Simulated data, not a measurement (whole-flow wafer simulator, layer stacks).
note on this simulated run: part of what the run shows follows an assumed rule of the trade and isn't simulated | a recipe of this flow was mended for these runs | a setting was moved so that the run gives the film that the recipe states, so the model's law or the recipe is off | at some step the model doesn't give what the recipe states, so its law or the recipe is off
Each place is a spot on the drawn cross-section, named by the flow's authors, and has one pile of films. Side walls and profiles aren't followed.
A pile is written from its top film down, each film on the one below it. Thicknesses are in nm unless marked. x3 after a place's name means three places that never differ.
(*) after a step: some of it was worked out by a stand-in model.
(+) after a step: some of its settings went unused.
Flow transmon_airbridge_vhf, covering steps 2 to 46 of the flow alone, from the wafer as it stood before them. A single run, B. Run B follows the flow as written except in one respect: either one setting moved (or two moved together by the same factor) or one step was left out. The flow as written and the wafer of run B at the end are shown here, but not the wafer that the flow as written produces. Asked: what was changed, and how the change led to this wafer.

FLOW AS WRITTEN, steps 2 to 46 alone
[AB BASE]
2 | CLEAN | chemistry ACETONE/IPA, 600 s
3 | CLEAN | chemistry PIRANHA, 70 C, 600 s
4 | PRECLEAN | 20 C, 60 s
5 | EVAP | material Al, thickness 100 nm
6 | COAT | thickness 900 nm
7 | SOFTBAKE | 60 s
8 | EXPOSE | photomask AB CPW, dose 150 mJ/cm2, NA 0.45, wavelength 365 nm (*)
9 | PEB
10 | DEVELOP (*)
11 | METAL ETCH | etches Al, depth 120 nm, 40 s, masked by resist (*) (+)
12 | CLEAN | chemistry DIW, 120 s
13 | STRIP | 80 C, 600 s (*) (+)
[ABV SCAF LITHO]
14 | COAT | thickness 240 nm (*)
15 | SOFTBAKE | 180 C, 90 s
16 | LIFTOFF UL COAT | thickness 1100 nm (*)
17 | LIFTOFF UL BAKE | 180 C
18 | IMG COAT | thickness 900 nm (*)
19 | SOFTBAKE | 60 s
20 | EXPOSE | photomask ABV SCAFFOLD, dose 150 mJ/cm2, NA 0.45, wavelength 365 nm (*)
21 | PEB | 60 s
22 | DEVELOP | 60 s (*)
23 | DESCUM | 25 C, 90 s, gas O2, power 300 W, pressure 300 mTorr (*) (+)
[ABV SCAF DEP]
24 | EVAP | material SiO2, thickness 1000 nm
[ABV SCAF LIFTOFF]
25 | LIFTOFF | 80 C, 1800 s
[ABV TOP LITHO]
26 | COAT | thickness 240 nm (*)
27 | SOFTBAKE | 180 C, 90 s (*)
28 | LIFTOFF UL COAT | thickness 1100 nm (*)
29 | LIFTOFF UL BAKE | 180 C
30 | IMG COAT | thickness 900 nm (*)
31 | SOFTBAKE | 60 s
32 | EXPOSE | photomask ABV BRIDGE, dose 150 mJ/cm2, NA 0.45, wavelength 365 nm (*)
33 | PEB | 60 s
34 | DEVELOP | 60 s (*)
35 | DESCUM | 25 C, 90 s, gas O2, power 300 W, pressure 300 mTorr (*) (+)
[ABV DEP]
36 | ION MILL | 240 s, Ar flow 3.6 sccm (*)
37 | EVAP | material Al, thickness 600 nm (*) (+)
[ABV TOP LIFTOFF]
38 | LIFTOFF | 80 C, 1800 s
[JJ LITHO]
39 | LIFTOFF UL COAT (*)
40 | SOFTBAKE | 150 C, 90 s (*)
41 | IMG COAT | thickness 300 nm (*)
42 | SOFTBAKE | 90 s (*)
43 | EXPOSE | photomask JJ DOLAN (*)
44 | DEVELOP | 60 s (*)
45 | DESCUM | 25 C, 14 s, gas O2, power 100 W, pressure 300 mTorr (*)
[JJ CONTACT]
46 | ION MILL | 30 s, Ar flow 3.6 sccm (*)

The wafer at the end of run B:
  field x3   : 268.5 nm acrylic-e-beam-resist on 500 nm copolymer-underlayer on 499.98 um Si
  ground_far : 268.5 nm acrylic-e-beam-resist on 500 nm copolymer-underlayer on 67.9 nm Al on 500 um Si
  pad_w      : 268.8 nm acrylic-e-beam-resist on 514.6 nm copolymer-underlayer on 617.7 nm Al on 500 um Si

Cause: step 5, EVAP: thickness 67.9 nm was run, though the flow has thickness 100 nm.
One can read it off the wafer: ground_far has Al 67.9, and step 5 as written asks for 100 nm.

Step by step, how the change led to this:
  5 | EVAP | material Al, thickness 100 nm
      field x3, jj_line, ground_far and 12 more: Al gains 67.9 (new film) (in the flow as written it would be: Al gains 100 (new film))
  11 | METAL ETCH | etches Al, depth 120 nm, 40 s, masked by resist (*) (+)
      field x3, jj_line, gap_w, gap_e: Al loses 54.6 (all of it), Si loses 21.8 (in the flow as written it would be: Al loses 86.7 (all of it), Si loses 11.1)
